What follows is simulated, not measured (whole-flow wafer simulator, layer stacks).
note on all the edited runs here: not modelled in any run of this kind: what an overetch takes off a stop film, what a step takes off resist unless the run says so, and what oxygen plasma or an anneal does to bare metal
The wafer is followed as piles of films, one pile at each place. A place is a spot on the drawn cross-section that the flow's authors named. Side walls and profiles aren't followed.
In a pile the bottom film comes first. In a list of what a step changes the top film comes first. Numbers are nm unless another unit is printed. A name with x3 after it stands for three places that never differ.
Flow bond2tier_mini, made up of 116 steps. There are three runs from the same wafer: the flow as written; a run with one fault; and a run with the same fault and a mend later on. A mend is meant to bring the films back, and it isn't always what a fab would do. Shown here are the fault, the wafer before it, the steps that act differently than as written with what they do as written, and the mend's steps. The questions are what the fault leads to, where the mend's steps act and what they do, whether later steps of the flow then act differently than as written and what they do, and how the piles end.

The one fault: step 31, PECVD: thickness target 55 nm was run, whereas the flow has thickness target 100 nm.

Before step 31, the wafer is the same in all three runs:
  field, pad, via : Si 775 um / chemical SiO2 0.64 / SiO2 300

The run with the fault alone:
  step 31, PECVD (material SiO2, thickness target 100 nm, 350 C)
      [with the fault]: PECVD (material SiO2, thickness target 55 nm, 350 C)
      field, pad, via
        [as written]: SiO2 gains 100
        [with the fault]: SiO2 gains 55
  Every later step of the flow that is run acts as written at every place that is followed.
  At field, pad, the piles at the end differ from the flow's by more than 2% or 0.5 nm, whichever is larger.
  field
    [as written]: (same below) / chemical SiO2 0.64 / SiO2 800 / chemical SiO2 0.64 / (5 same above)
    [with the fault]: (same below) / chemical SiO2 0.64 / SiO2 755 / chemical SiO2 0.64 / (5 same above)
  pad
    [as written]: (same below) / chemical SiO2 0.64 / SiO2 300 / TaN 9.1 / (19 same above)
    [with the fault]: (same below) / chemical SiO2 0.64 / SiO2 255 / TaN 9.1 / (19 same above)

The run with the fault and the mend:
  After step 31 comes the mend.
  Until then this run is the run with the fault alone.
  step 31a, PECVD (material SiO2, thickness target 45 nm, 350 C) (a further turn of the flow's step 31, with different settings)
      field, pad, via
        SiO2 gains 45
  Every later step of the flow that is run acts as written at every place that is followed.
  By the end, the piles equal the flow's at every place that both follow.
